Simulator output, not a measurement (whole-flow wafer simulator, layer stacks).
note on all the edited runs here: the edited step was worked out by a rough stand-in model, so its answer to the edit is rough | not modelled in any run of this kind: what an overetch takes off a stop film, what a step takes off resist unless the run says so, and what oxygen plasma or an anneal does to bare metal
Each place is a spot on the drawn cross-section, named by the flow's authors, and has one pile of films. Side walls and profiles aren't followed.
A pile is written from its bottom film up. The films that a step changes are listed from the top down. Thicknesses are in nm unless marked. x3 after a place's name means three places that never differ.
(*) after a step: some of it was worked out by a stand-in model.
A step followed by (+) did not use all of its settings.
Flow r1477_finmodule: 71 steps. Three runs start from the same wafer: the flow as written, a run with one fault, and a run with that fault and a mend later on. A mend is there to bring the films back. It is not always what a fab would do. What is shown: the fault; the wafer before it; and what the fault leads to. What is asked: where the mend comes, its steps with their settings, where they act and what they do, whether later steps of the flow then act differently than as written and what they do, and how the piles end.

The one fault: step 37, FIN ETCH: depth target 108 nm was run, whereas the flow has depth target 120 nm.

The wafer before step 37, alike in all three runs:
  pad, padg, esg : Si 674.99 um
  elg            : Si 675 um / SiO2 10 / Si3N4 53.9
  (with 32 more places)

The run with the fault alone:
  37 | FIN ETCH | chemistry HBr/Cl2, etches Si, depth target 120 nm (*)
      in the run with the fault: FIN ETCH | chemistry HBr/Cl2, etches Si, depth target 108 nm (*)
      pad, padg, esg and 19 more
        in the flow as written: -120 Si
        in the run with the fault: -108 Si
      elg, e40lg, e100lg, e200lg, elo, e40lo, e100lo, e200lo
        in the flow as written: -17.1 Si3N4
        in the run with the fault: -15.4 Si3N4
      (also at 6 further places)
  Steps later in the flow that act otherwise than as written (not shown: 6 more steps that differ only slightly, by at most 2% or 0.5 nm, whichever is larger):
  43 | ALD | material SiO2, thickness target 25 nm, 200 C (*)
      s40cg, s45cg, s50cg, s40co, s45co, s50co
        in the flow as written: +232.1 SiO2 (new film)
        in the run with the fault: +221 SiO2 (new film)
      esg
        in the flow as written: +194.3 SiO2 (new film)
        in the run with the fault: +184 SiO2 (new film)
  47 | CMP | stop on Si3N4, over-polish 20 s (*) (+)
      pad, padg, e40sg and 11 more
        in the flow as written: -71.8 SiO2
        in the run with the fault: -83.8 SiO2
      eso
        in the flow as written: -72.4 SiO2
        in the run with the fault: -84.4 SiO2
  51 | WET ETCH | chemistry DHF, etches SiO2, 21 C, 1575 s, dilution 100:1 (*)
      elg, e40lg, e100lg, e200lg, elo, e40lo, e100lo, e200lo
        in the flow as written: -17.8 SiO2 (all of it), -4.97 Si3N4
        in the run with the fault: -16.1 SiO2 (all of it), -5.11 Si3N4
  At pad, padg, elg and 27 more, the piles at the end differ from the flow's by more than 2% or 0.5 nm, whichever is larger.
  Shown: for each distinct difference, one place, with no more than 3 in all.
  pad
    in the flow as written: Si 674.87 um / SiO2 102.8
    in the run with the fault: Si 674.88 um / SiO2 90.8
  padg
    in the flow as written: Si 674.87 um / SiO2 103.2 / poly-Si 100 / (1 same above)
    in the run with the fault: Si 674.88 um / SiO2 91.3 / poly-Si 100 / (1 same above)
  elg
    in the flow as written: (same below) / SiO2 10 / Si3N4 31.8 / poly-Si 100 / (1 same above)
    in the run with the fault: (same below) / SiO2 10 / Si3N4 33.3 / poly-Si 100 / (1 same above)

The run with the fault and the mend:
  The mend follows step 38.
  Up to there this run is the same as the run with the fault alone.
  38a | FIN ETCH | chemistry HBr/Cl2, etches Si, depth target 12 nm (*) (the flow's step 37, run once more with other settings)
      pad, padg, esg and 19 more
        -12 Si
      elg, e40lg, e100lg, e200lg, elo, e40lo, e100lo, e200lo
        -1.71 Si3N4
      s40sg_line, s45sg_line, s50sg_line, s40so_line, s45so_line, s50so_line
        -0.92 SiO2
  Every later step of the flow that is run acts as written at every place that is followed.
  At every place that both follow, the piles at the end match the flow's.
